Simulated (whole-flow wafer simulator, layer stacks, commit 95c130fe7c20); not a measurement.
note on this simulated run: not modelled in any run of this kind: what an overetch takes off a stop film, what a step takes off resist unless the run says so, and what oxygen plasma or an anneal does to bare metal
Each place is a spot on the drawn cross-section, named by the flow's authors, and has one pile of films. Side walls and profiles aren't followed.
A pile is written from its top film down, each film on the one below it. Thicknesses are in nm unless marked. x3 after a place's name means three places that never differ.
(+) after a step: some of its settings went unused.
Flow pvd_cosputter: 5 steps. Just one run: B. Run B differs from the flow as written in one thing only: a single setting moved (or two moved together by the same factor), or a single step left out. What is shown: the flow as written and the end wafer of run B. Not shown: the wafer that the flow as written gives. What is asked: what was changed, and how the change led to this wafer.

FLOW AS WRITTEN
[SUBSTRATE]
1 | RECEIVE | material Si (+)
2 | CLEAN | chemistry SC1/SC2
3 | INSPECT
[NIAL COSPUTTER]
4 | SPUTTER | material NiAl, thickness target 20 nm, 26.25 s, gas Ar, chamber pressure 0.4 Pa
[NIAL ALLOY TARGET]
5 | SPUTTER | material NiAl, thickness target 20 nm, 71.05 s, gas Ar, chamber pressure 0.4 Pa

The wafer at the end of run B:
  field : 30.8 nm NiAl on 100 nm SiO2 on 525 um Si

The reason: step 5, SPUTTER: thickness target 10.78 nm was run, whereas the flow has thickness target 20 nm; step 5, SPUTTER: 38.3 s was run, where the flow has 71.05 s.

How this came from the change, step by step:
  5 | SPUTTER | material NiAl, thickness target 20 nm, 71.05 s, gas Ar, chamber pressure 0.4 Pa
      field: NiAl gains 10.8 (in the flow as written it would be: NiAl gains 20)
